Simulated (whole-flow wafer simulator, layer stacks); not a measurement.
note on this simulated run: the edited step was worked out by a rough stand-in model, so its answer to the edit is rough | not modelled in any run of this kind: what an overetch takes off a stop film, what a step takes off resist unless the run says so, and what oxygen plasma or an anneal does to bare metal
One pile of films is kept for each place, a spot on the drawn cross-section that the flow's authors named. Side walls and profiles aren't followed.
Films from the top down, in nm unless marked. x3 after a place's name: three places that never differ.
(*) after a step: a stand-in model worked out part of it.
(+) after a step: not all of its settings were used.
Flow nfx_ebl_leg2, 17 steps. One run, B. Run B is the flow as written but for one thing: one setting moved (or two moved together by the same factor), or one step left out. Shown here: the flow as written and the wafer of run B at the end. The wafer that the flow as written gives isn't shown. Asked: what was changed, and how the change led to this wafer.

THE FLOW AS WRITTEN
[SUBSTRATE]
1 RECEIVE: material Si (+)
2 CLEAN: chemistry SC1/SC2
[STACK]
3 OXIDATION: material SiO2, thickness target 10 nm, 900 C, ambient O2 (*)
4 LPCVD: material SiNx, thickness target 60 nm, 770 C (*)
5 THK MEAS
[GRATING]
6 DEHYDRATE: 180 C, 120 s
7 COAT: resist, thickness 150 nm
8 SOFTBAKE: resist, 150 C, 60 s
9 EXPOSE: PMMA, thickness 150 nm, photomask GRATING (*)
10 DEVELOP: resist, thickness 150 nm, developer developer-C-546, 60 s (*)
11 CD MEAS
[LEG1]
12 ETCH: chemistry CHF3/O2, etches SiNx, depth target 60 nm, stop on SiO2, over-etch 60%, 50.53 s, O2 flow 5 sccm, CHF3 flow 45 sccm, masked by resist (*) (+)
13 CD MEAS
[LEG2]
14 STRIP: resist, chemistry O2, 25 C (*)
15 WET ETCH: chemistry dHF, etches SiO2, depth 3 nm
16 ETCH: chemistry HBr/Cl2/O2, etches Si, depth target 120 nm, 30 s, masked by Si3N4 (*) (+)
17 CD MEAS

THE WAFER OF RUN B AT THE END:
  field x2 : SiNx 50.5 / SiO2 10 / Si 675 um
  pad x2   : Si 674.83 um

The cause: step 16, ETCH: depth target 168 nm was run, where the flow has depth target 120 nm; step 16, ETCH: 42 s was run, where the flow has 30 s.

How the change led to this, step by step:
  16 ETCH: chemistry HBr/Cl2/O2, etches Si, depth target 120 nm, 30 s, masked by Si3N4 (*) (+)
      field x2: SiNx -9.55 (as written it would be: SiNx -6.82)
      pad x2: Si -168 (as written it would be: Si -120)
